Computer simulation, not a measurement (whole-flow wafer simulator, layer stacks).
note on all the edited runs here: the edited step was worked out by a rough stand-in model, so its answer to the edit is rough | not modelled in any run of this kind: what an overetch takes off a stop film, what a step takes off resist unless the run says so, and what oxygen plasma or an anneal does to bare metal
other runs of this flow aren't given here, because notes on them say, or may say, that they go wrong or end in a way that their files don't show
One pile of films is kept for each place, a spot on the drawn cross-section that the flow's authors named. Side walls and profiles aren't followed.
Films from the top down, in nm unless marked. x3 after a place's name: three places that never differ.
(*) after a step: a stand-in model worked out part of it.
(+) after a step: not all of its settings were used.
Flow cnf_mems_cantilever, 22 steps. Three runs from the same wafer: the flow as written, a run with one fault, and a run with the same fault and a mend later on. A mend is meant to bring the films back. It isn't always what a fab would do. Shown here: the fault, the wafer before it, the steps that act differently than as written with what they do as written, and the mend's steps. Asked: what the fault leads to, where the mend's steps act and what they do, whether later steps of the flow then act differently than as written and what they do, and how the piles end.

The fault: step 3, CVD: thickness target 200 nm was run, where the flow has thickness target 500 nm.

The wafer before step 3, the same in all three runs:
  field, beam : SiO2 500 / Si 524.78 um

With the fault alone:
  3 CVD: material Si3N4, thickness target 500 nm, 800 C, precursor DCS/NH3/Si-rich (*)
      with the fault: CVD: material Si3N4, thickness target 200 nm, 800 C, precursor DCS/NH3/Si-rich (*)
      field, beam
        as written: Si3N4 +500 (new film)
        with the fault: Si3N4 +200 (new film)
  Later steps of the flow that act differently than as written:
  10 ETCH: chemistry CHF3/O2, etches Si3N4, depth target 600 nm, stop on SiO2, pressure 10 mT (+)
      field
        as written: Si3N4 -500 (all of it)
        with the fault: Si3N4 -200 (all of it)
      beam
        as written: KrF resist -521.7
        with the fault: KrF resist -260.9
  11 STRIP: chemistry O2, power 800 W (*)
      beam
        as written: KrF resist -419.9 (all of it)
        with the fault: KrF resist -680.8 (all of it)
  At the end the piles differ from the flow's by more than 2% or 0.5 nm, whichever is larger, at beam.
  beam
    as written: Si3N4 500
    with the fault: Si3N4 200

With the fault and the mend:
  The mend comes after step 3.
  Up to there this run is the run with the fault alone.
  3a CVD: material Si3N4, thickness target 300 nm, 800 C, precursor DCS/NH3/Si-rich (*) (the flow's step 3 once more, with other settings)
      field, beam
        Si3N4 +300
  No later step of the flow acts differently than as written at any place that is followed.
  At the end the piles are the same as the flow's at every place that both follow.
